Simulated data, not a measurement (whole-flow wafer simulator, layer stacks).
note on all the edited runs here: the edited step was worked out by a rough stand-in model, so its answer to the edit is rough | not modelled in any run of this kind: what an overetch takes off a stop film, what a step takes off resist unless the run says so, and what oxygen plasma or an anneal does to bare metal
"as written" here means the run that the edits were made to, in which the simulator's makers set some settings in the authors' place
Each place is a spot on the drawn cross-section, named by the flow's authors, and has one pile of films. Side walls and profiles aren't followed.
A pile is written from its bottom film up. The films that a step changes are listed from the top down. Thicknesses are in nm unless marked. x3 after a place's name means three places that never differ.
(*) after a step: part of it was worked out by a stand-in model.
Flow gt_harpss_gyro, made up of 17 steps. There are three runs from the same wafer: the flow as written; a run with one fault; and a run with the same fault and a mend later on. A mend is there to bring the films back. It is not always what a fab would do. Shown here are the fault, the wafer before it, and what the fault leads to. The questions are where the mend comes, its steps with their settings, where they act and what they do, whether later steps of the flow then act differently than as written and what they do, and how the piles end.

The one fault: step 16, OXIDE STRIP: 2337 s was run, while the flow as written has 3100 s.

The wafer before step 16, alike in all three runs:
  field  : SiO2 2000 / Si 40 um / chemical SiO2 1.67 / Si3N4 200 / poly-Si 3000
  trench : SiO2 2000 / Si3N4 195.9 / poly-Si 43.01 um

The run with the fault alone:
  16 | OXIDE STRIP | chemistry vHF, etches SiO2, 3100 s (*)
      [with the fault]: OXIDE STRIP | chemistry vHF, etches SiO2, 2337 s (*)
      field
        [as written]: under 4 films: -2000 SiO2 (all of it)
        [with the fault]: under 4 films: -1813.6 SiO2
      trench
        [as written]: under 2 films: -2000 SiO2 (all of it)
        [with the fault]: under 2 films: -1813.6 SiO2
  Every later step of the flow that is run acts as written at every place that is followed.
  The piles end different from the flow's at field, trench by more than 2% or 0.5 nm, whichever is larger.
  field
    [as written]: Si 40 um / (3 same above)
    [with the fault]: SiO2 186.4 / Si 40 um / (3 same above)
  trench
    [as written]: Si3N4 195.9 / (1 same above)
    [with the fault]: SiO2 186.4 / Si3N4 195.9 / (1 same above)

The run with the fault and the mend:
  The mend follows step 17.
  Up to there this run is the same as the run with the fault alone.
  17a | OXIDE STRIP | chemistry vHF, etches SiO2, 763 s (*) (the flow's step 16, run once more with other settings)
      field
        under 4 films: -186.4 SiO2 (all of it)
      trench
        under 2 films: -186.4 SiO2 (all of it)
  Every later step of the flow that is run acts as written at every place that is followed.
  The piles end the same as the flow's at every place that both follow.
